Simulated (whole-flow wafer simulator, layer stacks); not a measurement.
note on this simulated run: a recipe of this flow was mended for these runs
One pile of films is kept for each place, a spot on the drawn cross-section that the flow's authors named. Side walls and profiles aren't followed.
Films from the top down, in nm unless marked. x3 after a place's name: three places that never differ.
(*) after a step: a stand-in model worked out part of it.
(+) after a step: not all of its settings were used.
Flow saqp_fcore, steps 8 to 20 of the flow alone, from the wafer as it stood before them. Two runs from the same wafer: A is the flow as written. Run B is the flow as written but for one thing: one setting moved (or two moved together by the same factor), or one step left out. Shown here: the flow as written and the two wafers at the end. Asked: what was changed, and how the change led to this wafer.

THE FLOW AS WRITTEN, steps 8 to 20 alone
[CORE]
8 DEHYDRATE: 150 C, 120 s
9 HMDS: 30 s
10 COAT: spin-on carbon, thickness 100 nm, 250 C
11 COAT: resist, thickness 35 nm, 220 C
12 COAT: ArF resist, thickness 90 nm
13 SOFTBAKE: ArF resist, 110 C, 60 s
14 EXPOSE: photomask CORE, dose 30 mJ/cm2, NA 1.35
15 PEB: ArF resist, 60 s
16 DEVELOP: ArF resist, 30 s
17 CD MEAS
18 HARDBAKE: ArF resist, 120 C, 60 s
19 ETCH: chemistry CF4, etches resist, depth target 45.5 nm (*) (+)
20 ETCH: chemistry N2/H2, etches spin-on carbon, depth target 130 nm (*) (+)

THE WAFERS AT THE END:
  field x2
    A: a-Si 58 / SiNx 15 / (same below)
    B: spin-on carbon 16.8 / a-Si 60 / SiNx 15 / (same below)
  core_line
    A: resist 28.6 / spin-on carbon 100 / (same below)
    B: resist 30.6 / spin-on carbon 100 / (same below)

The cause: step 12, COAT: thickness 54 nm was run, where the flow has thickness 90 nm; step 20, ETCH: depth target 78 nm was run, where the flow has depth target 130 nm.

How the change led to this, step by step:
  12 COAT: ArF resist, thickness 90 nm
      field x2, core_line: A ArF resist +90 (new film) | B ArF resist +54 (new film)
  16 DEVELOP: ArF resist, 30 s
      field x2: A ArF resist -89.6 (all of it) | B ArF resist -53.7 (all of it)
  18 HARDBAKE: ArF resist, 120 C, 60 s
      core_line: A ArF resist -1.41 | B ArF resist -0.84
  20 ETCH: chemistry N2/H2, etches spin-on carbon, depth target 130 nm (*) (+)
      field x2: A spin-on carbon -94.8 (all of it), a-Si -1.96 | B spin-on carbon -78
      core_line: A ArF resist -53.9 (all of it), resist -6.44 | B ArF resist -18.7 (all of it), resist -4.43
